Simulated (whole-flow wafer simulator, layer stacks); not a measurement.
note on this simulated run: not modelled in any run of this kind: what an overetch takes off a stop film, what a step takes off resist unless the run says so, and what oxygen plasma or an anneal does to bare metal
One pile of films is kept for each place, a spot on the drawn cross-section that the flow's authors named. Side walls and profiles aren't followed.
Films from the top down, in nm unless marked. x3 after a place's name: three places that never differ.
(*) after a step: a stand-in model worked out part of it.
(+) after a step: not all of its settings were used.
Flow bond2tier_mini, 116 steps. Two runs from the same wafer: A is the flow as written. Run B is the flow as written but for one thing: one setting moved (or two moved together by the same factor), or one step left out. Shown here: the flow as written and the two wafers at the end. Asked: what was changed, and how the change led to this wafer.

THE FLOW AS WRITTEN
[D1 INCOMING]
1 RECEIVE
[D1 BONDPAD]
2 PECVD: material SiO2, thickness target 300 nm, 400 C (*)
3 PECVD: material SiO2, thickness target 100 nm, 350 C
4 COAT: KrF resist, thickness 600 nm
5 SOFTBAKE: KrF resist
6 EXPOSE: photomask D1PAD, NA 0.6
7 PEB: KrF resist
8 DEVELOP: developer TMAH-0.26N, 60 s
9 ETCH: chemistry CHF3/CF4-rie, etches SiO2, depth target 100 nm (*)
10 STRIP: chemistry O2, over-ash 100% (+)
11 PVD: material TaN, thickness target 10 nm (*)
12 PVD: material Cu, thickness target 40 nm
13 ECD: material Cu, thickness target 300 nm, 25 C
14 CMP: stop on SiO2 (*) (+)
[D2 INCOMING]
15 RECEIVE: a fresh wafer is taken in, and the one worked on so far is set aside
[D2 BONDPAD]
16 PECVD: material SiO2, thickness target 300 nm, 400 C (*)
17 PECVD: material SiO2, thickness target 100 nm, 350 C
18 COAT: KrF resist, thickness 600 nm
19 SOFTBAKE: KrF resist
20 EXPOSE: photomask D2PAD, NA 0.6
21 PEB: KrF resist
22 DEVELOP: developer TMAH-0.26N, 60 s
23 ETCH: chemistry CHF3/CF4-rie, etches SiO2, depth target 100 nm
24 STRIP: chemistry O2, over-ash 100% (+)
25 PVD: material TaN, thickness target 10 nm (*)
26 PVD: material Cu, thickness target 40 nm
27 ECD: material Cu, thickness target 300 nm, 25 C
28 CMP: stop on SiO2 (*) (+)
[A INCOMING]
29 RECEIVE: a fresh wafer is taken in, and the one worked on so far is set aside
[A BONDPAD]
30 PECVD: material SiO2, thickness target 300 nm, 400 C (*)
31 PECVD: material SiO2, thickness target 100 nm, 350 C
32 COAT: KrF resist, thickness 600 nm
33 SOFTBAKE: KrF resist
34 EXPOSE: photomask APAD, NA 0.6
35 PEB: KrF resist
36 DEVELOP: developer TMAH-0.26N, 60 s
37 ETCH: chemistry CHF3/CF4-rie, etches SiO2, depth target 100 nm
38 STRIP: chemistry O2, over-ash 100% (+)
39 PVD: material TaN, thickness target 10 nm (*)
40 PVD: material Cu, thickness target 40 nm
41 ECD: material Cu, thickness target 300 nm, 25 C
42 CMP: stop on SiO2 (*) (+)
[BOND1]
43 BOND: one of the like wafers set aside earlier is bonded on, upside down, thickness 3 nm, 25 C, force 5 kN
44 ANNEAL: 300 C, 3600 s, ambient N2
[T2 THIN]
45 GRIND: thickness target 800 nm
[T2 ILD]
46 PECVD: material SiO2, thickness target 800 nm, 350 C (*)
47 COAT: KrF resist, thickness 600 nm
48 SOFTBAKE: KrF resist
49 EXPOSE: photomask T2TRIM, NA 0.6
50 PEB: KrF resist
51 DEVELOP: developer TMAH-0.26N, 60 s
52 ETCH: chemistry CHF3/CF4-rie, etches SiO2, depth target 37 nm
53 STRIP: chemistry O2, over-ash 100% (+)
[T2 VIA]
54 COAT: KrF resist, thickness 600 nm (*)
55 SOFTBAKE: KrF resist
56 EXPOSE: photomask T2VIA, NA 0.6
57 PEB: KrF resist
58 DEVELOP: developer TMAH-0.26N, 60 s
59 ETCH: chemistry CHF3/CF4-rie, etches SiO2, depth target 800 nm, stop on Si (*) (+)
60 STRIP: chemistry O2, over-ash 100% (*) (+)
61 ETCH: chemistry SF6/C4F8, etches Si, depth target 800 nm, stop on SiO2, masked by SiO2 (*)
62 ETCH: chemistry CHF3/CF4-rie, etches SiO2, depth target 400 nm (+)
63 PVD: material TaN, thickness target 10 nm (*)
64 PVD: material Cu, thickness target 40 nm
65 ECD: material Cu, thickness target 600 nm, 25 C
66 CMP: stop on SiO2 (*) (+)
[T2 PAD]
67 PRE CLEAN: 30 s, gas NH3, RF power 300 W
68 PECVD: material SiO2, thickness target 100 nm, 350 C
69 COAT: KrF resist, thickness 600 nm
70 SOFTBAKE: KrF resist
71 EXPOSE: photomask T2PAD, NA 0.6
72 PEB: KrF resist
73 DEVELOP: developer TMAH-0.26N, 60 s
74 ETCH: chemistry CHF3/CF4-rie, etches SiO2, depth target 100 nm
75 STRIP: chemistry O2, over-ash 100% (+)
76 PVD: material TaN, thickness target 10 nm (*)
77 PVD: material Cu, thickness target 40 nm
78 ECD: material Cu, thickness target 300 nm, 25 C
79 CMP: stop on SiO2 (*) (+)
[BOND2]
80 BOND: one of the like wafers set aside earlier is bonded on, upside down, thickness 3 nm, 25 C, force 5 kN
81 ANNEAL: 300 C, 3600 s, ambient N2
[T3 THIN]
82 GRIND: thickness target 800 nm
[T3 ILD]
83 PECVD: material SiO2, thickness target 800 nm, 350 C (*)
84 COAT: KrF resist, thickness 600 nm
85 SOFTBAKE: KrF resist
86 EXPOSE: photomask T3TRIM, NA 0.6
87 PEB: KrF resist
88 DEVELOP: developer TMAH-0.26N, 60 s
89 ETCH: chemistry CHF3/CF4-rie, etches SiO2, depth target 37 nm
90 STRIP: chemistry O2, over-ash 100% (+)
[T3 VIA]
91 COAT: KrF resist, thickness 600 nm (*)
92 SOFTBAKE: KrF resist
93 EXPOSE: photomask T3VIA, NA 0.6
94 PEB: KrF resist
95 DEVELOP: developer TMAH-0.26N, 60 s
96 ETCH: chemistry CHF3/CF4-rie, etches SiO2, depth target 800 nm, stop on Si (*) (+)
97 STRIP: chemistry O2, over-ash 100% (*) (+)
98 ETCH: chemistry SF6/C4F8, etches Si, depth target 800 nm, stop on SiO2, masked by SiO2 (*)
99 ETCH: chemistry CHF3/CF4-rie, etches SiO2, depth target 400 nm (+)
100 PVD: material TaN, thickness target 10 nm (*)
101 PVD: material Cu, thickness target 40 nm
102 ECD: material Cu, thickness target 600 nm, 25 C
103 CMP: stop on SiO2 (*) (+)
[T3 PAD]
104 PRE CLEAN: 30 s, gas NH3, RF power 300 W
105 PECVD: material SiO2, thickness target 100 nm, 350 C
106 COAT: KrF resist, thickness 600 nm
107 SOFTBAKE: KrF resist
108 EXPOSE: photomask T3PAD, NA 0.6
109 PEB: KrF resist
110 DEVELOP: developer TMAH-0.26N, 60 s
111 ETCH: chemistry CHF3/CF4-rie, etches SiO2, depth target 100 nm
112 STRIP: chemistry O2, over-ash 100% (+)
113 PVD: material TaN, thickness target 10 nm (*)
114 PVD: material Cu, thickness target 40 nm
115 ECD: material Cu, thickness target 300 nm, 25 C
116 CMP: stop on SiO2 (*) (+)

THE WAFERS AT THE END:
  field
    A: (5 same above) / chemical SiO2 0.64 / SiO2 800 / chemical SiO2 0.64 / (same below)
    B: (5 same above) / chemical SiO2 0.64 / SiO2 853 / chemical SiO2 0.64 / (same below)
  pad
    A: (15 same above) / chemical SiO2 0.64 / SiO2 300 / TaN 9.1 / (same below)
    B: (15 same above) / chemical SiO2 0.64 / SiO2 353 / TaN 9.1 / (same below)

The cause: step 3, PECVD: thickness target 153 nm was run, where the flow has thickness target 100 nm.

How the change led to this, step by step:
  3 PECVD: material SiO2, thickness target 100 nm, 350 C
      field, pad, via: A SiO2 +100 | B SiO2 +153
  43 BOND: one of the like wafers set aside earlier is bonded on, upside down, thickness 3 nm, 25 C, force 5 kN
      field: A Si +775 um (new film), chemical SiO2 +0.64 (new film), SiO2 +400 | B Si +775 um (new film), chemical SiO2 +0.64 (new film), SiO2 +453
      pad: A Si +775 um (new film), chemical SiO2 +0.64 (new film), SiO2 +300 (new film), TaN +9.1 (new film), Cu +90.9 | B Si +775 um (new film), chemical SiO2 +0.64 (new film), SiO2 +353 (new film), TaN +9.1 (new film), Cu +90.9
      (and at 1 more place)
